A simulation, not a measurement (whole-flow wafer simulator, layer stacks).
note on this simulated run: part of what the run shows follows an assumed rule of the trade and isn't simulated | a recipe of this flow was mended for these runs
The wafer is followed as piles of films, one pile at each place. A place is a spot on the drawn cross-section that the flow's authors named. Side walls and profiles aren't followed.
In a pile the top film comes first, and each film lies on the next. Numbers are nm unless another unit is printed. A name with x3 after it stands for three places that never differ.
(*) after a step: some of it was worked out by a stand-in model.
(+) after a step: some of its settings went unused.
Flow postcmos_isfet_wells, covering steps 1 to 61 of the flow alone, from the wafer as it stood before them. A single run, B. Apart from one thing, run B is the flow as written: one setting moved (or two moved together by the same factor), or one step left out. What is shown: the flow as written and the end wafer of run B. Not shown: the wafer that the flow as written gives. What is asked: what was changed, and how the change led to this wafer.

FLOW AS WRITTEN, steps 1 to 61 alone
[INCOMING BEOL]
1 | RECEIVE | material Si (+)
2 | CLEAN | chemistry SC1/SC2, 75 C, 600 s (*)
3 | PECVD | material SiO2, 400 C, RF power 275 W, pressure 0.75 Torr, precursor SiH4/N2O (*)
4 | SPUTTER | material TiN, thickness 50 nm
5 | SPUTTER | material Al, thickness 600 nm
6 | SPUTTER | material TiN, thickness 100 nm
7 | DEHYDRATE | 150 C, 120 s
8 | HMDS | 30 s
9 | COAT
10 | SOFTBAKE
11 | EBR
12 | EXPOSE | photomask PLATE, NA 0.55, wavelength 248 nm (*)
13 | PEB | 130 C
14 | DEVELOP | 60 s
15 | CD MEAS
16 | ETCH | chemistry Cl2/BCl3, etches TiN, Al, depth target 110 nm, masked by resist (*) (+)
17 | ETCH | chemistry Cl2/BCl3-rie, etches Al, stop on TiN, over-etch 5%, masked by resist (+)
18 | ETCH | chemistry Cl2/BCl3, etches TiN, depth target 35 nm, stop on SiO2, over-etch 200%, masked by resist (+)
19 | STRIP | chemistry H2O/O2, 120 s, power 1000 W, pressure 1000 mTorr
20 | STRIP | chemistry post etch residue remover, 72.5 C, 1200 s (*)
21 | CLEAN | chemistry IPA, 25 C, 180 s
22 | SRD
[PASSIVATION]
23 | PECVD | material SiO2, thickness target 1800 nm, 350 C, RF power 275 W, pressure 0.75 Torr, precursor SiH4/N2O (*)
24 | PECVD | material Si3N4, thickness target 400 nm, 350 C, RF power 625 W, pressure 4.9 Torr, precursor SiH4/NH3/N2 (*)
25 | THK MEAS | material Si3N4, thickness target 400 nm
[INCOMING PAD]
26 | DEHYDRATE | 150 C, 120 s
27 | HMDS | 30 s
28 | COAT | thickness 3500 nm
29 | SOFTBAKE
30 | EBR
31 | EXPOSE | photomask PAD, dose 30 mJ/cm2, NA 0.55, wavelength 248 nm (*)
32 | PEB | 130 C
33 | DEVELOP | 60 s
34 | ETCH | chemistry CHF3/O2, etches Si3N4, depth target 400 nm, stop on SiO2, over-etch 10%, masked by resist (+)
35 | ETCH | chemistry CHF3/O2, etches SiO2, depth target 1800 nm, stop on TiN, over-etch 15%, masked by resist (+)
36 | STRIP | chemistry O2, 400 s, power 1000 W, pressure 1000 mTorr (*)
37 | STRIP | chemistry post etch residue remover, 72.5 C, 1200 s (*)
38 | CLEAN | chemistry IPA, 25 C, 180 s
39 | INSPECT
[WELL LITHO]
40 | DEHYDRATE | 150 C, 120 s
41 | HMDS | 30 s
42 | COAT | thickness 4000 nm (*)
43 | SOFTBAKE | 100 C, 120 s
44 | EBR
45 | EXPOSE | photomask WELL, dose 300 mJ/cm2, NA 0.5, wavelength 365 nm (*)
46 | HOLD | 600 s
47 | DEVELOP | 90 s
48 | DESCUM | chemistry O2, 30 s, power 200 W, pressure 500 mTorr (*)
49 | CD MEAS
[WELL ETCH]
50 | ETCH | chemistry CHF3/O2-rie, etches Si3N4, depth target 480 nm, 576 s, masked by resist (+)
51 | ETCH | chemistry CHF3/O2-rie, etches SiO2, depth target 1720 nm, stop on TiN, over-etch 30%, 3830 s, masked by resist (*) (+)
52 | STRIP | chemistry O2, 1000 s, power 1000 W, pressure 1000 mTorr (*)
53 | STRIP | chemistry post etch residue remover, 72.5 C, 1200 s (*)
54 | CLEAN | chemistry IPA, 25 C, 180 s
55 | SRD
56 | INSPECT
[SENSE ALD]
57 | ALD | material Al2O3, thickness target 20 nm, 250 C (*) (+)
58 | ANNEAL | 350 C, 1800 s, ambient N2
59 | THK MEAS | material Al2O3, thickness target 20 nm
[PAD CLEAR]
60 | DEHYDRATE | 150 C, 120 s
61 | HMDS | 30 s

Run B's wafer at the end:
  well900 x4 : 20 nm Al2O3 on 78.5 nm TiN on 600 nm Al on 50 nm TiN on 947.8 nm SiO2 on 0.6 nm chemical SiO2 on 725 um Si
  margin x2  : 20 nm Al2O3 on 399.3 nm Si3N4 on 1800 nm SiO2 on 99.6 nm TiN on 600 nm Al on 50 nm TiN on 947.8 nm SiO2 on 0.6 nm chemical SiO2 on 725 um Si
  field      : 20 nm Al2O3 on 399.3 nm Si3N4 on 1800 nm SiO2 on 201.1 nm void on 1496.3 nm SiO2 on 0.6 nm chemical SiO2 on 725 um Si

What caused this: step 3, PECVD: RF power 246 W was run, whereas the flow has RF power 275 W.

How this came from the change, step by step:
  3 | PECVD | material SiO2, 400 C, RF power 275 W, pressure 0.75 Torr, precursor SiH4/N2O (*)
      field, margin x2, well900 x4, pad_clr, pad_open: SiO2 gains 947.8 (new film) (as written it would have been: SiO2 gains 1000 (new film))
